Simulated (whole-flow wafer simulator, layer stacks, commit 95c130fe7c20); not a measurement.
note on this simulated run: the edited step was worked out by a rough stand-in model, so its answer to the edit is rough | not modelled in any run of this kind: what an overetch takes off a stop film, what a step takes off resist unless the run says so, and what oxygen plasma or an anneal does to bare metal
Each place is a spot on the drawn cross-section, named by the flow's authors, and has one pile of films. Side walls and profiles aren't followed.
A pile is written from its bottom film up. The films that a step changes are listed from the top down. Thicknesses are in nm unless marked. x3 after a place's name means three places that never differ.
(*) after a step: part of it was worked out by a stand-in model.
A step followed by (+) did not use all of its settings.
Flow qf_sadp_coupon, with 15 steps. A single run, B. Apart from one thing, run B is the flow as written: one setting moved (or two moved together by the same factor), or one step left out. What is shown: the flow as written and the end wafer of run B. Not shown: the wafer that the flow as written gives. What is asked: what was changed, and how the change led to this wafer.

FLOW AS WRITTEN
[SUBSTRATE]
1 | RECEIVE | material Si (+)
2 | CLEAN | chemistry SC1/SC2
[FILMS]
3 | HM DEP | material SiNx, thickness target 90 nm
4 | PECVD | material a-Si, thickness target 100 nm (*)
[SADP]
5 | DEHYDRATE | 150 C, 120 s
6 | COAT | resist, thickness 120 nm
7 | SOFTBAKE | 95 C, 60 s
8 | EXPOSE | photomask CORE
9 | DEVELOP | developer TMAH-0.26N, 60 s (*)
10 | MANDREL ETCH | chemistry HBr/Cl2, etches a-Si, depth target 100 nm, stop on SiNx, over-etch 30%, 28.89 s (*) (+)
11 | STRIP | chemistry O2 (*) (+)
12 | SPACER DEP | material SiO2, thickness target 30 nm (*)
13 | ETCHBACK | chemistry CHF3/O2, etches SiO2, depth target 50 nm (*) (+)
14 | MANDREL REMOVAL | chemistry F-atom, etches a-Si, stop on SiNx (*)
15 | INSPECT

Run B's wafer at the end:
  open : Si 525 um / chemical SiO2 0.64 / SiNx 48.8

What caused this: step 13, ETCHBACK: depth target 68.8 nm was run, while the flow as written has depth target 50 nm.

How this came from the change, step by step:
  13 | ETCHBACK | chemistry CHF3/O2, etches SiO2, depth target 50 nm (*) (+)
      m: SiO2 loses 30 (all of it), chemical SiO2 loses 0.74 (all of it), a-Si loses 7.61 (as written it would have been: SiO2 loses 30 (all of it), chemical SiO2 loses 0.74 (all of it), a-Si loses 3.85)
      open: SiO2 loses 30 (all of it), SiNx loses 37 (as written it would have been: SiO2 loses 30 (all of it), SiNx loses 19)
  14 | MANDREL REMOVAL | chemistry F-atom, etches a-Si, stop on SiNx (*)
      m: a-Si loses 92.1 (all of it) (as written it would have been: a-Si loses 95.8 (all of it))
